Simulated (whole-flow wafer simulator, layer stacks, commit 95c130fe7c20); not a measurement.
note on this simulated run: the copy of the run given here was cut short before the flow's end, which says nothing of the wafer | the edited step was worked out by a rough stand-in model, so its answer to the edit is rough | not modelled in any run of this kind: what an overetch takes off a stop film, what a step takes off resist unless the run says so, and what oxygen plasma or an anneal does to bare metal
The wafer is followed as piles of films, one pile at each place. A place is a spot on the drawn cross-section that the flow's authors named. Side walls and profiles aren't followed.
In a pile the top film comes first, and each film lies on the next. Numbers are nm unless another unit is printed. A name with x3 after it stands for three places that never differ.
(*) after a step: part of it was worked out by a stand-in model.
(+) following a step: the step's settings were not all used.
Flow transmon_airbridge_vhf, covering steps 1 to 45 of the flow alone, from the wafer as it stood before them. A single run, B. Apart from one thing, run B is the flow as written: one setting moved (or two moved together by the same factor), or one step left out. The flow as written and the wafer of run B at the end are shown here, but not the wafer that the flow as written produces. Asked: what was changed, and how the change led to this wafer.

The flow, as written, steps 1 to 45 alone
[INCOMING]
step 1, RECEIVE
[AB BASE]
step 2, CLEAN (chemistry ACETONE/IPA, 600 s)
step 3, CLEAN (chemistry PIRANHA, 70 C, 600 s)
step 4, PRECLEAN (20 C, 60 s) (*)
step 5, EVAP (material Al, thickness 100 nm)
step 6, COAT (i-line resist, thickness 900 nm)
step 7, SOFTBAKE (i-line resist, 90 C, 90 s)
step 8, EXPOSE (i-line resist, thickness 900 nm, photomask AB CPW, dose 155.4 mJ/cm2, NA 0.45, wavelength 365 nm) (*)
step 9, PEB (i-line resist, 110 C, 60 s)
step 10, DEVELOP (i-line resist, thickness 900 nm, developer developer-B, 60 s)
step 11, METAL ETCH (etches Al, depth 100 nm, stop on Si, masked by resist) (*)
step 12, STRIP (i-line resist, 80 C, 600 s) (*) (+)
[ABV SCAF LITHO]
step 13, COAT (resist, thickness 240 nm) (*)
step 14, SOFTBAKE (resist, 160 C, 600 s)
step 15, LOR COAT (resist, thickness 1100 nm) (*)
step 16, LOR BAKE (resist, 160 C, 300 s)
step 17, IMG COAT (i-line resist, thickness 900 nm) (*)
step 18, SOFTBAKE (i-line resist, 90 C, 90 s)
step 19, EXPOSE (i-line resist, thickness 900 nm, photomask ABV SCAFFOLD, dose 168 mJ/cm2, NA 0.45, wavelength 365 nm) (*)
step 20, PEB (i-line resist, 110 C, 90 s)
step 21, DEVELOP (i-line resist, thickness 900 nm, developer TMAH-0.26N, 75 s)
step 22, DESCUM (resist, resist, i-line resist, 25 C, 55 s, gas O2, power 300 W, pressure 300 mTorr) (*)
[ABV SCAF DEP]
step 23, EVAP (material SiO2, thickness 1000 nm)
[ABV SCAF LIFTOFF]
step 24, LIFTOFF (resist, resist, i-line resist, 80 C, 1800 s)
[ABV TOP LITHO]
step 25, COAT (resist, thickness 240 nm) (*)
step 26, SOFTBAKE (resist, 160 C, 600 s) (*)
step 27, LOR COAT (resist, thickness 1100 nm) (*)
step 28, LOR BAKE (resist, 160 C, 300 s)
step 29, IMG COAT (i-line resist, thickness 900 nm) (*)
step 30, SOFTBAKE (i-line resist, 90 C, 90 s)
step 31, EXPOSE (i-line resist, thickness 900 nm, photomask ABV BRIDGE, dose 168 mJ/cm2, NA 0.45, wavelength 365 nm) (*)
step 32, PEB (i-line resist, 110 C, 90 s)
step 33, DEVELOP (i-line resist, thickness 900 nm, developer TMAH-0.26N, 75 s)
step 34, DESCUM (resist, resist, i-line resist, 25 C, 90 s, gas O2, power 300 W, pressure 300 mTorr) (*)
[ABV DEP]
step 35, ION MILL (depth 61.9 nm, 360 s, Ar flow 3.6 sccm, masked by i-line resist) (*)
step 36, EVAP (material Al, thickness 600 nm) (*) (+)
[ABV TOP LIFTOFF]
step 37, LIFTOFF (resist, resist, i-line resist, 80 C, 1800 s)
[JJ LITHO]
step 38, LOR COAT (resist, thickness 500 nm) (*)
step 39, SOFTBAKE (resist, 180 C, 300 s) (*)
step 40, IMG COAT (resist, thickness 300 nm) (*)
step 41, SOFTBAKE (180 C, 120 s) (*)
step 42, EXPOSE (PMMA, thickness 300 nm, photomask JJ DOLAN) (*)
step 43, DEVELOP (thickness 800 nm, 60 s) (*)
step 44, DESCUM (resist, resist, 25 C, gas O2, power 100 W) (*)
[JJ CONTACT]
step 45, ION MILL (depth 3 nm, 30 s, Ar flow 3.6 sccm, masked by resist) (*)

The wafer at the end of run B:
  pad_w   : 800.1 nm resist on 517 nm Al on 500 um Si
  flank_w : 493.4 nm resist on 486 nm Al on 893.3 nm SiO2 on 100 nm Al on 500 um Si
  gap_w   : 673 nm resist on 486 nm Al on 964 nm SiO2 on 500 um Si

What caused this: step 36, EVAP: thickness 486 nm was run, while the flow as written has thickness 600 nm.
The wafer itself shows it: flank_w has Al 486, and step 36 as written asks for 600 nm.

How this came from the change, step by step:
  step 36, EVAP (material Al, thickness 600 nm) (*) (+)
      field x3, jj_line, ground_far and 10 more: Al gains 486 (new film) (as written it would have been: Al gains 600 (new film))
      pad_w, pad_e: Al gains 478.9 (as written it would have been: Al gains 591.2)
  step 37, LIFTOFF (resist, resist, i-line resist, 80 C, 1800 s)
      field x3, jj_line, trace_open_s x2: Al loses 486 (all of it), i-line resist loses 600 (all of it), resist loses 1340 (all of it) (as written it would have been: Al loses 600 (all of it), i-line resist loses 600 (all of it), resist loses 1340 (all of it))
      margin_s, margin_n: Al loses 486 (all of it), i-line resist loses 318.3 (all of it), resist loses 992 (all of it) (as written it would have been: Al loses 600 (all of it), i-line resist loses 318.3 (all of it), resist loses 992 (all of it))
      (also at 1 further place)
  step 38, LOR COAT (resist, thickness 500 nm) (*)
      margin_s, margin_n: resist gains 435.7 (new film) (as written it would have been: resist gains 445.3 (new film))
      bridge_strip: resist gains 369.5 (new film) (as written it would have been: resist gains 356.4 (new film))
  step 40, IMG COAT (resist, thickness 300 nm) (*)
      bridge_strip: resist gains 203.9 (as written it would have been: resist gains 197.1)
